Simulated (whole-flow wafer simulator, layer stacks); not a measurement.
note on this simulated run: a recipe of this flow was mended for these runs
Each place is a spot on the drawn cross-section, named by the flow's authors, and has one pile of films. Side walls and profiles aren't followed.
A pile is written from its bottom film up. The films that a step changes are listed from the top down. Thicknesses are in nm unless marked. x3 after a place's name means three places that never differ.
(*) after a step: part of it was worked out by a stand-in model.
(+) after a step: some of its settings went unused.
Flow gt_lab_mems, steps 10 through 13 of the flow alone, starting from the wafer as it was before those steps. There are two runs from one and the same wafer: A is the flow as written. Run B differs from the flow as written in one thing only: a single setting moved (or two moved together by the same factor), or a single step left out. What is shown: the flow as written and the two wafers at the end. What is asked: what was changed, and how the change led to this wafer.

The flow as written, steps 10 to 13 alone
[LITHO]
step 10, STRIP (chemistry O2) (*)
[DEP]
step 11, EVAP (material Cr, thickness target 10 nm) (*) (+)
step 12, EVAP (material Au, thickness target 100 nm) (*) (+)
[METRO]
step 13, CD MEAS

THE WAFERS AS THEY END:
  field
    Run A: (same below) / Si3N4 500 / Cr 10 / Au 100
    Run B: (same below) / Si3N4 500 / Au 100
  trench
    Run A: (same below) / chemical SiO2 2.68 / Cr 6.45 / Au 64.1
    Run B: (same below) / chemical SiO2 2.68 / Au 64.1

Cause: step 11, EVAP: material Cr, thickness target 10 nm (*) (+), was not run.

Step by step, how the change led to this:
  (no step that both runs have acts differently)
